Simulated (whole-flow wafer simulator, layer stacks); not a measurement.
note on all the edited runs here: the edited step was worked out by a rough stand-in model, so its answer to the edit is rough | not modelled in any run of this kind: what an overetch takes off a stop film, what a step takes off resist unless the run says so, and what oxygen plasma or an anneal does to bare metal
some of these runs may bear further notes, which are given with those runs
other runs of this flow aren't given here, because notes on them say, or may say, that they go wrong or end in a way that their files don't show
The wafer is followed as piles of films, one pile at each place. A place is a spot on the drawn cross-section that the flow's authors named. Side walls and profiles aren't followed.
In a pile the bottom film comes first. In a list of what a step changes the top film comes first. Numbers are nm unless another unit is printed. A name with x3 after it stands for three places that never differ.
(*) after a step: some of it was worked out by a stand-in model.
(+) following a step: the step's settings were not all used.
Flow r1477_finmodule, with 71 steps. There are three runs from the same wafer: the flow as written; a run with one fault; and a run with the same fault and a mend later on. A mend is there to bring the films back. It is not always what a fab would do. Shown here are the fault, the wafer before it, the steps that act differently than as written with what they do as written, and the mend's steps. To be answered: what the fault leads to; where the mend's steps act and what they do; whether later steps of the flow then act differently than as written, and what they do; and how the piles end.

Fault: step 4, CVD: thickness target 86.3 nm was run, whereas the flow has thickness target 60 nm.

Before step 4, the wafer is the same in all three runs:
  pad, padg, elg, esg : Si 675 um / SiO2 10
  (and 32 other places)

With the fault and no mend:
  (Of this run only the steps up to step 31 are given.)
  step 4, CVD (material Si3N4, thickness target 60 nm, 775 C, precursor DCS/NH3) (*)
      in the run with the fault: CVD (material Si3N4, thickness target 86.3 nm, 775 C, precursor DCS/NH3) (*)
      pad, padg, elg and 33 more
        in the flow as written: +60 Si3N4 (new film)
        in the run with the fault: +86.3 Si3N4 (new film)
  Steps further on in the flow that do not act as written:
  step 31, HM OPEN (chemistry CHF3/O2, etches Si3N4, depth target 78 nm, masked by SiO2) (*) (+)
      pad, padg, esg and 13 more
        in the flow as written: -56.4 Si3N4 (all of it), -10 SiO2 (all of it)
        in the run with the fault: -78 Si3N4
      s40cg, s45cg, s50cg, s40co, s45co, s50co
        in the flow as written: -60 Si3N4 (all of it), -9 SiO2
        in the run with the fault: -78 Si3N4
  Once step 31 is done, the piles at pad, padg, elg and 33 more depart from the flow's by more than 2% or 0.5 nm, whichever is larger.
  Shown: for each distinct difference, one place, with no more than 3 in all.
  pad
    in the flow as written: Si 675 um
    in the run with the fault: Si 675 um / SiO2 10 / Si3N4 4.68
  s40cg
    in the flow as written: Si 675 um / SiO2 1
    in the run with the fault: Si 675 um / SiO2 10 / Si3N4 8.3
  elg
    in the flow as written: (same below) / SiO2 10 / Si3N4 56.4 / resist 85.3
    in the run with the fault: (same below) / SiO2 10 / Si3N4 82.7 / resist 85.3

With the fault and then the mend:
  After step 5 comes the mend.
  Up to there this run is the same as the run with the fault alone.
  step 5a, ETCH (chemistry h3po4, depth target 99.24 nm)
      pad, padg, elg and 33 more
        -86.3 Si3N4 (all of it)
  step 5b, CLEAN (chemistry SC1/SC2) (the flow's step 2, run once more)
      leaves every film unchanged at each place that is followed
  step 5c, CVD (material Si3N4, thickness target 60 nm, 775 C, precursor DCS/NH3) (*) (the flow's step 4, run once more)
      pad, padg, elg and 33 more
        +60 Si3N4 (new film)
  None of the later steps of the flow acts differently than as written at any place that is followed.
  By the end, the piles equal the flow's at every place that both follow.
